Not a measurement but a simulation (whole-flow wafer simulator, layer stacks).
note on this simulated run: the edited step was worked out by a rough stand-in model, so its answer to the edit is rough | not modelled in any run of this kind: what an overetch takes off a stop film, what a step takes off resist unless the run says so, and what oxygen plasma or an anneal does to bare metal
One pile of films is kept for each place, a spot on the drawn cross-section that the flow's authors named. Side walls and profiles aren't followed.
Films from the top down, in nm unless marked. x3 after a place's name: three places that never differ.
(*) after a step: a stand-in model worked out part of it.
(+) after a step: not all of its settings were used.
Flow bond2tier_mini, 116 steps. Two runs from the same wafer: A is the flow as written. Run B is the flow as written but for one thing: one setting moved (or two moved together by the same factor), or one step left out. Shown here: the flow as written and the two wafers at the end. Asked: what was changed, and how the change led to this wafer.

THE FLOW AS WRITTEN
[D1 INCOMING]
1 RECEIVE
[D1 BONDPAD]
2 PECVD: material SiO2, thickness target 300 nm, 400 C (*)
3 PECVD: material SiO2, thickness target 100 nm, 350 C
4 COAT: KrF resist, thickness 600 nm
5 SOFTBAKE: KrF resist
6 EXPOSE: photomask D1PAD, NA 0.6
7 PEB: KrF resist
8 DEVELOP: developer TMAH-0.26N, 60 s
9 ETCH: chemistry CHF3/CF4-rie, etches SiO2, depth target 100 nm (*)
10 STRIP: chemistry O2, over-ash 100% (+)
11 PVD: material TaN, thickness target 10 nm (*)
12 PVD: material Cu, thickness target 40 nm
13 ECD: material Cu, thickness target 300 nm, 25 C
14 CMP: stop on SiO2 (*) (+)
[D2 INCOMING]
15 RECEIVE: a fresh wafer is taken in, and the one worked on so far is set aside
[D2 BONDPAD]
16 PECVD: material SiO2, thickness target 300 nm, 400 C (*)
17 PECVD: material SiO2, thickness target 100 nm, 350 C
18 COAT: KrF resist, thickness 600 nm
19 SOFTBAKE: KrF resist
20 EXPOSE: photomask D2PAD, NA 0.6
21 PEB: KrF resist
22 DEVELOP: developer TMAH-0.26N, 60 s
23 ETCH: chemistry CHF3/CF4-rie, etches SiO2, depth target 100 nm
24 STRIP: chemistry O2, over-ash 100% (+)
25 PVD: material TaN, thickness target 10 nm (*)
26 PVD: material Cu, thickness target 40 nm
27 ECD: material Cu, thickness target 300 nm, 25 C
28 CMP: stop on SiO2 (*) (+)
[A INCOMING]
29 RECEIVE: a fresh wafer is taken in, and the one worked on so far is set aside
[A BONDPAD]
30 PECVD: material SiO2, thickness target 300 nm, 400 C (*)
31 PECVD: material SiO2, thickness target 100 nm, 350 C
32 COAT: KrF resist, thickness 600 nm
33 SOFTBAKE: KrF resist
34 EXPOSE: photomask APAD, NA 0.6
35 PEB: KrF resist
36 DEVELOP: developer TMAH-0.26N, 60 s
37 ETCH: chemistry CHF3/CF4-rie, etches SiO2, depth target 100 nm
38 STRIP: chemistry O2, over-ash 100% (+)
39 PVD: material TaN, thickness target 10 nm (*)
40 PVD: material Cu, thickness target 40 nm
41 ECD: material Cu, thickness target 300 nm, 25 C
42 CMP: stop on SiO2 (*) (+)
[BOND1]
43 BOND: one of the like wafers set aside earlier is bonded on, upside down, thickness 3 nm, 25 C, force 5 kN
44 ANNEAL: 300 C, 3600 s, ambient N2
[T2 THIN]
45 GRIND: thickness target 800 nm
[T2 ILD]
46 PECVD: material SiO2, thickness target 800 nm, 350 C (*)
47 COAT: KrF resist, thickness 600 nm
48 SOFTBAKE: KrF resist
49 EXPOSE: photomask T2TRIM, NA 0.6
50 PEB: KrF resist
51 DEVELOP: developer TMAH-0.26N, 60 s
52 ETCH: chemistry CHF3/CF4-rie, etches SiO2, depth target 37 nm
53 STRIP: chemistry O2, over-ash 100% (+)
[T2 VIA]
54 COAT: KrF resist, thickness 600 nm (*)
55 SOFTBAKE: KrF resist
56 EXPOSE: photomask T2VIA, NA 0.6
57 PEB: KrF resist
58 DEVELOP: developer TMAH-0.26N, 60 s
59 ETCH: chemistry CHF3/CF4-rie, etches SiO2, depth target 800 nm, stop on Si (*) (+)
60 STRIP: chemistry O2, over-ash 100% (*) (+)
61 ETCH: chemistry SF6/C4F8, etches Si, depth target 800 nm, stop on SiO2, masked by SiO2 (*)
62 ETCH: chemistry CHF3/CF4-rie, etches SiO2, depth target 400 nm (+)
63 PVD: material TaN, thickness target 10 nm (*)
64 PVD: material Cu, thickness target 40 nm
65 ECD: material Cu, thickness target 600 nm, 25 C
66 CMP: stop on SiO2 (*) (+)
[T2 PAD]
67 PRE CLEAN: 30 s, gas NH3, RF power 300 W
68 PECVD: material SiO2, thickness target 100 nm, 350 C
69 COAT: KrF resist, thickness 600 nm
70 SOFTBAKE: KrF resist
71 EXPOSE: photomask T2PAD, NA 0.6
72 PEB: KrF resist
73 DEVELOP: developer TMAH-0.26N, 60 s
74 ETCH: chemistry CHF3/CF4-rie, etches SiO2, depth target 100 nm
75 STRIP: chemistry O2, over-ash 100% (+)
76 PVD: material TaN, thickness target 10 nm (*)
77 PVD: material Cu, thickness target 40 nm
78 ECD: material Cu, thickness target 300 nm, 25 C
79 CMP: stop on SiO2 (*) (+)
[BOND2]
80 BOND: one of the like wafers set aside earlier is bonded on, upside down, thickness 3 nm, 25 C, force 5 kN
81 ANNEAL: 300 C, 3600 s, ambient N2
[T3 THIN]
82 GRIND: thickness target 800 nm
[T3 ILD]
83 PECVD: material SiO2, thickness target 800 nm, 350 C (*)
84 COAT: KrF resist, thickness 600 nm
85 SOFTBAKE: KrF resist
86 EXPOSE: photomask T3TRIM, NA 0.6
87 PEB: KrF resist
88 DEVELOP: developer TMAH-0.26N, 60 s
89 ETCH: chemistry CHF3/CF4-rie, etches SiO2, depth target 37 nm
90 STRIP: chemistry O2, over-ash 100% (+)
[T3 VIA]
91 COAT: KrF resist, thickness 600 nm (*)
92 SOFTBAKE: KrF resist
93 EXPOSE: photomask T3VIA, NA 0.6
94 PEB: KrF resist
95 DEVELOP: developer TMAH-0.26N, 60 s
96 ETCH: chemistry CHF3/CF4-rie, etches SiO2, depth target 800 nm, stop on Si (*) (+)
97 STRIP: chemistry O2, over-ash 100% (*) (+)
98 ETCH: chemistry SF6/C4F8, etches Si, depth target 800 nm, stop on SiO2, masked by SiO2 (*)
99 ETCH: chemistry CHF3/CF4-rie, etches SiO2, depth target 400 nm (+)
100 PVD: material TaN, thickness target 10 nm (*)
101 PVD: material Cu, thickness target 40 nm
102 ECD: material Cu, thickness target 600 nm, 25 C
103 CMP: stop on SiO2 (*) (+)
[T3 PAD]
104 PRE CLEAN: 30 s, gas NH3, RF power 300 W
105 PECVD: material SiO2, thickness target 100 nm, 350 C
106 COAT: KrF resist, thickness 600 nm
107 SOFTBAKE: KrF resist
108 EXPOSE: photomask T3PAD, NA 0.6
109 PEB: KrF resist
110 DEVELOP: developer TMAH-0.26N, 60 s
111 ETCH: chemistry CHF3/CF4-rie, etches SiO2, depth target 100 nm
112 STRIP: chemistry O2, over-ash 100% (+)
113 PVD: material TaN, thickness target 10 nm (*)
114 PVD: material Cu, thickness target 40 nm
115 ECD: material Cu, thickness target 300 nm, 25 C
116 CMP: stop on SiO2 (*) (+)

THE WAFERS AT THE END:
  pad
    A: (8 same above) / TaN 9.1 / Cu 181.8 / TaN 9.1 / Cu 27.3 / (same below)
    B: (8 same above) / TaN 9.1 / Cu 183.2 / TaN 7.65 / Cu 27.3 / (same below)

The cause: step 76, PVD: thickness target 8.4 nm was run, where the flow has thickness target 10 nm.

How the change led to this, step by step:
  76 PVD: material TaN, thickness target 10 nm (*)
      field: A TaN +10 (new film) | B TaN +8.4 (new film)
      pad: A TaN +9.1 (new film) | B TaN +7.65 (new film)
  79 CMP: stop on SiO2 (*) (+)
      field: A Cu -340 (all of it), TaN -10 (all of it) | B Cu -340 (all of it), TaN -8.4 (all of it)
